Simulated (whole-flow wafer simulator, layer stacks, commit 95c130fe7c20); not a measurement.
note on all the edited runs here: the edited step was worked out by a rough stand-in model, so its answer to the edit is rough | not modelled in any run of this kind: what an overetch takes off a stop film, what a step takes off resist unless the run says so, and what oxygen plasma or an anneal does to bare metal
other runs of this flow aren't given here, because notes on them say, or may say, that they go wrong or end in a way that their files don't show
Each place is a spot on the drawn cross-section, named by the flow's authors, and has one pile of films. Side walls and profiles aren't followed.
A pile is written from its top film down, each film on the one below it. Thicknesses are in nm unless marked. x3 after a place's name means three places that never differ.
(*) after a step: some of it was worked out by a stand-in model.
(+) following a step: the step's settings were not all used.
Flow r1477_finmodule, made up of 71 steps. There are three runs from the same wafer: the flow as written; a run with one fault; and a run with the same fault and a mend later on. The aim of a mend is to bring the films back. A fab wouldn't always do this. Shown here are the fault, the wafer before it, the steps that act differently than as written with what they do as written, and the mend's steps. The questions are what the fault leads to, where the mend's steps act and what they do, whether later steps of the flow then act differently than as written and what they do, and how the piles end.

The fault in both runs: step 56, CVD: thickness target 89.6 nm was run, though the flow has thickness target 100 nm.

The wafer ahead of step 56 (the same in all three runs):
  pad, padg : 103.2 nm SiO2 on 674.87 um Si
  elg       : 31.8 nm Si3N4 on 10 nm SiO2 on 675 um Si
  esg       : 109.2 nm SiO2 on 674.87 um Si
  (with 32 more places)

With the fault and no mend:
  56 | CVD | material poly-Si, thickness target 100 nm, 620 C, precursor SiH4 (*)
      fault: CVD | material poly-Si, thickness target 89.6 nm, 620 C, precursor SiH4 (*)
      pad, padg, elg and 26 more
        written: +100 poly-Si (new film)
        fault: +89.6 poly-Si (new film)
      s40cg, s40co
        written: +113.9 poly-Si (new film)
        fault: +103.3 poly-Si (new film)
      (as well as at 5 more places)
  Steps further on in the flow that do not act as written (3 more steps, not shown, differ only slightly: by at most 2% or 0.5 nm, whichever is larger):
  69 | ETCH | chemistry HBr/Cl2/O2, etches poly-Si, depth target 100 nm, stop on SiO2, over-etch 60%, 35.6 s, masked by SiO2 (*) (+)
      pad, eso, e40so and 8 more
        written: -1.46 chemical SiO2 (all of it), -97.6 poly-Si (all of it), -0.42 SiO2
        fault: -1.46 chemical SiO2 (all of it), -87.2 poly-Si (all of it), -0.94 SiO2
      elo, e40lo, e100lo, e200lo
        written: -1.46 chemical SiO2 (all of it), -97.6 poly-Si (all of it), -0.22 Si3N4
        fault: -1.46 chemical SiO2 (all of it), -87.2 poly-Si (all of it), -1.17 Si3N4
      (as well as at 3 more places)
  The piles end different from the flow's at padg, elg, esg and 22 more by more than 2% or 0.5 nm, whichever is larger.
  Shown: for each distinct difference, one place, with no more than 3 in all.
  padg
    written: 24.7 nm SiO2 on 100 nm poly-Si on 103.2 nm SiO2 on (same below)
    fault: 24.7 nm SiO2 on 89.6 nm poly-Si on 103.2 nm SiO2 on (same below)
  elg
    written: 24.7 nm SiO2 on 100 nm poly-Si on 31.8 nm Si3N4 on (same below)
    fault: 24.7 nm SiO2 on 89.6 nm poly-Si on 31.8 nm Si3N4 on (same below)
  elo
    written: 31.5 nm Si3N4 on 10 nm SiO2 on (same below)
    fault: 30.6 nm Si3N4 on 10 nm SiO2 on (same below)

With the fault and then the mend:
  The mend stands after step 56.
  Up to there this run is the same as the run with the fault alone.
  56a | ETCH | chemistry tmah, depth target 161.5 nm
      pad, padg, elg and 26 more
        -89.6 poly-Si (all of it)
      s40cg, s40co
        -103.3 poly-Si (all of it)
      s45cg, s45co
        -102.7 poly-Si (all of it)
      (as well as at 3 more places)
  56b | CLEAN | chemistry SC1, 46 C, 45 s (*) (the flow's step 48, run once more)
      s40sg_line, s45sg_line, s50sg_line, s40so_line, s45so_line, s50so_line
        -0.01 SiO2
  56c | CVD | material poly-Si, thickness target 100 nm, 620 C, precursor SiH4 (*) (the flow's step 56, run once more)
      pad, padg, elg and 26 more
        +100 poly-Si (new film)
      s40cg, s40co
        +113.9 poly-Si (new film)
      s45cg, s45co
        +113.4 poly-Si (new film)
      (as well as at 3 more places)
  Later steps of the flow that are run all act as written at every place that is followed, up to a difference of at most 2% or 0.5 nm, whichever is larger.
  The piles end only slightly different from the flow's at the places that both follow, by no more than 2% or 0.5 nm, whichever is larger.
